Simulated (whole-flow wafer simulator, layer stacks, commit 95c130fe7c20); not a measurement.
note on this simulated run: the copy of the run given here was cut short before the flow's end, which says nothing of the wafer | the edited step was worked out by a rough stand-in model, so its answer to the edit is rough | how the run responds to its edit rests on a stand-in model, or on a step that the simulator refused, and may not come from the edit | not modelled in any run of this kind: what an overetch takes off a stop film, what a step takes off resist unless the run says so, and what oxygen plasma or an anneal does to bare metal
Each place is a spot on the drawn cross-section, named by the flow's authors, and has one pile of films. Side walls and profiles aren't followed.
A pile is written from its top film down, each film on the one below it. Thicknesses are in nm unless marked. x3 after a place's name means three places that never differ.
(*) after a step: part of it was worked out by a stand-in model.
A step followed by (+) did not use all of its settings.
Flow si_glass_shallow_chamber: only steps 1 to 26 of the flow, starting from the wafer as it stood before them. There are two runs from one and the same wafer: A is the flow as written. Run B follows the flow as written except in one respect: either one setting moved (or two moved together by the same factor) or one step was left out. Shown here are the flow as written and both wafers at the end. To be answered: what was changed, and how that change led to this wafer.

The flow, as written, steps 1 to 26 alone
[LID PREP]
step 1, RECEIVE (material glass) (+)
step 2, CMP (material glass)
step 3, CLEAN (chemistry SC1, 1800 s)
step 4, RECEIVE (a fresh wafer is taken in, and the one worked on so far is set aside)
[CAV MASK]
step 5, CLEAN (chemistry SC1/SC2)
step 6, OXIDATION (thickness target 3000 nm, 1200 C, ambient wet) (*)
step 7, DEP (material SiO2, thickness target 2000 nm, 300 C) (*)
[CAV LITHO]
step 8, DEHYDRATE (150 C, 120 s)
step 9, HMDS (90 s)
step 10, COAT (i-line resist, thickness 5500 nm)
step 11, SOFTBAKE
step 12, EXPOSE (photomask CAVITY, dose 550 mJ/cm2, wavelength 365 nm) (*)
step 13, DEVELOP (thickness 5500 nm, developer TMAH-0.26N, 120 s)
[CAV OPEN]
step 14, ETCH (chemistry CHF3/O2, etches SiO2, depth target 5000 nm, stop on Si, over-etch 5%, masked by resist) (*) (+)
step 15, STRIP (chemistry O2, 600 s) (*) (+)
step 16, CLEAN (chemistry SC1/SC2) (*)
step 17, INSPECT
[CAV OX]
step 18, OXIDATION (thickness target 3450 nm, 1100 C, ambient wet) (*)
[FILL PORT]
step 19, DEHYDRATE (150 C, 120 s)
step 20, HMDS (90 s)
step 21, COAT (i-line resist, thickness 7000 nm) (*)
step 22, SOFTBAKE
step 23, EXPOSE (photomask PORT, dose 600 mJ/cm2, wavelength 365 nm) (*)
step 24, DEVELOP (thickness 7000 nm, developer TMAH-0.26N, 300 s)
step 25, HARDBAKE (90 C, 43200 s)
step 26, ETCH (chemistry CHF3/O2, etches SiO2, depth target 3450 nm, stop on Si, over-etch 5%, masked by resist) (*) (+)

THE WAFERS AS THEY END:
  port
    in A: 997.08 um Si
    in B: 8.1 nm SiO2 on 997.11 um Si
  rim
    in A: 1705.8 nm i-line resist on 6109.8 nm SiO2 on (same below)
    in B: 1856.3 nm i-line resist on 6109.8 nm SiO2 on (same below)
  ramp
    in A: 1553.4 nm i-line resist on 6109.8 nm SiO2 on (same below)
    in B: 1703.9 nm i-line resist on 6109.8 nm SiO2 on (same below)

The reason: step 26, ETCH: depth target 3278 nm was run, while the flow as written has depth target 3450 nm.

How this came from the change, step by step:
  step 26, ETCH (chemistry CHF3/O2, etches SiO2, depth target 3450 nm, stop on Si, over-etch 5%, masked by resist) (*) (+)
      port: A -3450 SiO2 (all of it), -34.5 Si | B -3441.9 SiO2
      rim, ramp, cav, ring: A -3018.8 i-line resist | B -2868.2 i-line resist
      (also at 1 further place)
